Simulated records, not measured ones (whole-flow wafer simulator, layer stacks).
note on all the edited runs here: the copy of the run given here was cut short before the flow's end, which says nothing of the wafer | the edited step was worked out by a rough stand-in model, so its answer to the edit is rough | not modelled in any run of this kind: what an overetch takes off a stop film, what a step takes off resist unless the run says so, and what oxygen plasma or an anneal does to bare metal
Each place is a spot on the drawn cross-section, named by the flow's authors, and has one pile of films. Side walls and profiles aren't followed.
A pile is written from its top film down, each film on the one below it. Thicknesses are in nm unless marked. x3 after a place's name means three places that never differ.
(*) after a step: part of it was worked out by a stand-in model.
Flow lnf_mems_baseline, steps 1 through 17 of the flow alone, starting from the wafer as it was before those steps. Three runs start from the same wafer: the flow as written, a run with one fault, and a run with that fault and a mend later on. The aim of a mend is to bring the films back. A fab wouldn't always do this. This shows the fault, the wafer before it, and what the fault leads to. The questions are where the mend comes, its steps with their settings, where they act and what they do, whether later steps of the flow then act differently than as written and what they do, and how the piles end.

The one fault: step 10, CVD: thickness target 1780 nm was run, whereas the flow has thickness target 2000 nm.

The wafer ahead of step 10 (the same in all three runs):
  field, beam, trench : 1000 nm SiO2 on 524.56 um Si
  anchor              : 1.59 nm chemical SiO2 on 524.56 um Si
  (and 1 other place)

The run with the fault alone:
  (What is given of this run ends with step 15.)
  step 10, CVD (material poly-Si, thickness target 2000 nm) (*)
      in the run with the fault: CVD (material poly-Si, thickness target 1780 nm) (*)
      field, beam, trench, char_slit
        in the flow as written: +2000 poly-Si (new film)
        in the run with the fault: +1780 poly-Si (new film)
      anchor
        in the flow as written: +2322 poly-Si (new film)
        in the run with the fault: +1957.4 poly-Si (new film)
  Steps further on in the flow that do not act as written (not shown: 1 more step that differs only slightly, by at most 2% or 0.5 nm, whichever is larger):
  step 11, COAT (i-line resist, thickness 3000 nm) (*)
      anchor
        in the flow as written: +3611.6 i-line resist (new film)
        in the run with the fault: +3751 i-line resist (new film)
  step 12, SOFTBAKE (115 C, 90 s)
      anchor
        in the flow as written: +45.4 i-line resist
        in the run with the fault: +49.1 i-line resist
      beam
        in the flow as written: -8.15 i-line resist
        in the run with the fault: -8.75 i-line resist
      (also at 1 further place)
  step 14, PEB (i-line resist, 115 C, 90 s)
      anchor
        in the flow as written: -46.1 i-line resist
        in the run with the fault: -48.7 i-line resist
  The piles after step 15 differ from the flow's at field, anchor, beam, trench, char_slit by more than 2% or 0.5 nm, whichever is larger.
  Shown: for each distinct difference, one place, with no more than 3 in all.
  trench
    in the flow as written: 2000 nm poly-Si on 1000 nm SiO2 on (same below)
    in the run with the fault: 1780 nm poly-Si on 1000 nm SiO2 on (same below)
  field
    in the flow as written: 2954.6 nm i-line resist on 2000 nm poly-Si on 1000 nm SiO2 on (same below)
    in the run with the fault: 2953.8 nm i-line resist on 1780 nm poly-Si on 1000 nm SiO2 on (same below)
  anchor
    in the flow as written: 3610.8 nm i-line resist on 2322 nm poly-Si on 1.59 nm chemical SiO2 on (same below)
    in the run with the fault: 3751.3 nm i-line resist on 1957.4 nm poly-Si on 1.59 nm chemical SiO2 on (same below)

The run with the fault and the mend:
  After step 10 comes the mend.
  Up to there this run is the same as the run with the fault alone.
  step 10a, ETCH (chemistry tmah, depth target 2345 nm)
      field, beam, trench, char_slit
        -1780 poly-Si (all of it)
      anchor
        -1957.4 poly-Si (all of it)
  step 10b, CLEAN (chemistry SC1/SC2) (a further turn of the flow's step 1)
      leaves every film unchanged at each place that is followed
  step 10c, CVD (material poly-Si, thickness target 2000 nm) (*) (a further turn of the flow's step 10)
      field, beam, trench, char_slit
        +2000 poly-Si (new film)
      anchor
        +2322 poly-Si (new film)
  Every later step of the flow that is run acts as written at every place that is followed.
  At every place that both follow, the piles at the end match the flow's.
